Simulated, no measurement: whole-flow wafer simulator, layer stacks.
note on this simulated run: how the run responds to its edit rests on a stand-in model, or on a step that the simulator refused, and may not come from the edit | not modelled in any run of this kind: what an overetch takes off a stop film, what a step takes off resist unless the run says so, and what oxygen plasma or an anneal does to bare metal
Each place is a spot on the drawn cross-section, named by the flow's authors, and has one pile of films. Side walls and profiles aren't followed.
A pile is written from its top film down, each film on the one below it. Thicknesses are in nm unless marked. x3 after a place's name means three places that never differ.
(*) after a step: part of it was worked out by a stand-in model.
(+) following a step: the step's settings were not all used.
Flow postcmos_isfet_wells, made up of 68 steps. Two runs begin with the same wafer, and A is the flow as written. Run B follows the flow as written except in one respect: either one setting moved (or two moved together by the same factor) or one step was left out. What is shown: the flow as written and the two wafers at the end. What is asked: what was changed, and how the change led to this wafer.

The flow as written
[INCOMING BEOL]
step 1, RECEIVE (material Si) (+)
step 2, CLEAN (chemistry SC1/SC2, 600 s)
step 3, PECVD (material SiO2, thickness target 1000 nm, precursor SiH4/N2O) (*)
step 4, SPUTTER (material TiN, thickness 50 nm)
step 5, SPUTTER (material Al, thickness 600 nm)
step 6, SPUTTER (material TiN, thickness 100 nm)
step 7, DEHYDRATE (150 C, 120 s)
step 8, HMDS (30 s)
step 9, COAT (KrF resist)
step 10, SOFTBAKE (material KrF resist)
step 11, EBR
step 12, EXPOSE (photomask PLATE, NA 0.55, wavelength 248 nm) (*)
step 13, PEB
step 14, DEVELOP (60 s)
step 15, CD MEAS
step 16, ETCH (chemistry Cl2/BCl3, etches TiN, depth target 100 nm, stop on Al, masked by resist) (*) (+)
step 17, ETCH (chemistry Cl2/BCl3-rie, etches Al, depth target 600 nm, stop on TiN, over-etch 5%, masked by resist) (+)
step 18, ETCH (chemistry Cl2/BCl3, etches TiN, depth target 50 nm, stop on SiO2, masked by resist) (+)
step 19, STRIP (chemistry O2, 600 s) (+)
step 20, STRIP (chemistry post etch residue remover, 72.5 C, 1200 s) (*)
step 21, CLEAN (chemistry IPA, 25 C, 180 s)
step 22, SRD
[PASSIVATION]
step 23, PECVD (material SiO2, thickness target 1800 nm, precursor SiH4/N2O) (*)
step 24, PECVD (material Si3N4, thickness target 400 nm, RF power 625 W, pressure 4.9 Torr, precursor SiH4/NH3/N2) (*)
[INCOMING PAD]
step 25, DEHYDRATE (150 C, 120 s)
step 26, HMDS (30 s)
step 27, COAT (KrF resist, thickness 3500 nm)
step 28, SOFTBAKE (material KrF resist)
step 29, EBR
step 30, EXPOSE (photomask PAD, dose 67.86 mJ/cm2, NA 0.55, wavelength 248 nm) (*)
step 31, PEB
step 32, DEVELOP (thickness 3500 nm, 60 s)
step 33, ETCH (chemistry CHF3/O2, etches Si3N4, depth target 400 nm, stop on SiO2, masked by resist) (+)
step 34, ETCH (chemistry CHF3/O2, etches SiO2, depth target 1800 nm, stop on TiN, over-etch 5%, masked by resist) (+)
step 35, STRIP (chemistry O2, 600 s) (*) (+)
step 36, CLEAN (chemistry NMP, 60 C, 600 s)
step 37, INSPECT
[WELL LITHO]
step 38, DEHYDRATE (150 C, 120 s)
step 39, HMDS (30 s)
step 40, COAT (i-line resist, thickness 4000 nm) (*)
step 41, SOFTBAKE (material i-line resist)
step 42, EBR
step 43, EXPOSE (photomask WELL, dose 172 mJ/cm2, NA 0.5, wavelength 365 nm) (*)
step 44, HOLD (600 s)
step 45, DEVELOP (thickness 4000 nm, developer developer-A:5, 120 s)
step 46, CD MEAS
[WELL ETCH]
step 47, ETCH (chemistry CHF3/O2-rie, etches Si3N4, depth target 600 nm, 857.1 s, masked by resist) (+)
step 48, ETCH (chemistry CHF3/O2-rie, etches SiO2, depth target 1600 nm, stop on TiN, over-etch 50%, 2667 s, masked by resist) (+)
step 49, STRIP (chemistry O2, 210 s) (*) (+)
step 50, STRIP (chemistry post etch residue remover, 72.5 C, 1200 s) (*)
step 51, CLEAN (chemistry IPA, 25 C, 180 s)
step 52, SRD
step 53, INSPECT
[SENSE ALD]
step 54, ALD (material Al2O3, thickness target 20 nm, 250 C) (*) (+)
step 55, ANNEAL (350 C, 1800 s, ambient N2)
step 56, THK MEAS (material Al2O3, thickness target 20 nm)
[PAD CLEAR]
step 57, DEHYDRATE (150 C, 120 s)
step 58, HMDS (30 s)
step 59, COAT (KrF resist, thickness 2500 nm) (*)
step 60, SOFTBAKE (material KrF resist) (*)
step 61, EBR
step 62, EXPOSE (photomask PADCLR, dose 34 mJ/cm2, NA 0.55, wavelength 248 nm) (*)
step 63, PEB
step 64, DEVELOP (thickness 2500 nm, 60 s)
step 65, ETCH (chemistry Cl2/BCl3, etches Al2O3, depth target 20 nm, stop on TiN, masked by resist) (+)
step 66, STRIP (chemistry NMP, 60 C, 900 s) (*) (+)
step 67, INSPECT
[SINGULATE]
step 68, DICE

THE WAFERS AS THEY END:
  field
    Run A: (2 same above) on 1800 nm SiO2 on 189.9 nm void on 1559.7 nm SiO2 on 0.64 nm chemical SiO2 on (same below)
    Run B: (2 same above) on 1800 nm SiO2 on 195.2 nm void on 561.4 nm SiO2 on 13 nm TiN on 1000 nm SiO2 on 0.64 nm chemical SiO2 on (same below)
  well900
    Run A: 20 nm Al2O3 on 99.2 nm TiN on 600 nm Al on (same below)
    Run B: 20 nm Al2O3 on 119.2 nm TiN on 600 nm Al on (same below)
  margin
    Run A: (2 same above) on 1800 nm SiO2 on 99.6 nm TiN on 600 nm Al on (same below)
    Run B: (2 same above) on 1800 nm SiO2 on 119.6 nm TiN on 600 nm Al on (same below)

What caused this: step 6, SPUTTER: thickness 120 nm was run, though the flow has thickness 100 nm.

Step by step, how the change led to this:
  step 6, SPUTTER (material TiN, thickness 100 nm)
      field, margin, well900 and 6 more: A +100 TiN (new film) | B +120 TiN (new film)
  step 16, ETCH (chemistry Cl2/BCl3, etches TiN, depth target 100 nm, stop on Al, masked by resist) (*) (+)
      field: A -100 TiN (all of it) | B -100 TiN
  step 17, ETCH (chemistry Cl2/BCl3-rie, etches Al, depth target 600 nm, stop on TiN, over-etch 5%, masked by resist) (+)
      field: A -600 Al (all of it) | B -20 TiN (all of it), -568 Al
  step 18, ETCH (chemistry Cl2/BCl3, etches TiN, depth target 50 nm, stop on SiO2, masked by resist) (+)
      field: A -50 TiN (all of it) | B -32 Al (all of it), -36.6 TiN
  step 23, PECVD (material SiO2, thickness target 1800 nm, precursor SiH4/N2O) (*)
      field: A +1800 SiO2 (new film), +189.9 void (new film), +559.7 SiO2 | B +1800 SiO2 (new film), +195.2 void (new film), +561.4 SiO2 (new film)
With metal films that touch counted as one body, field has 1 body; the flow as written gives 0 bodies.
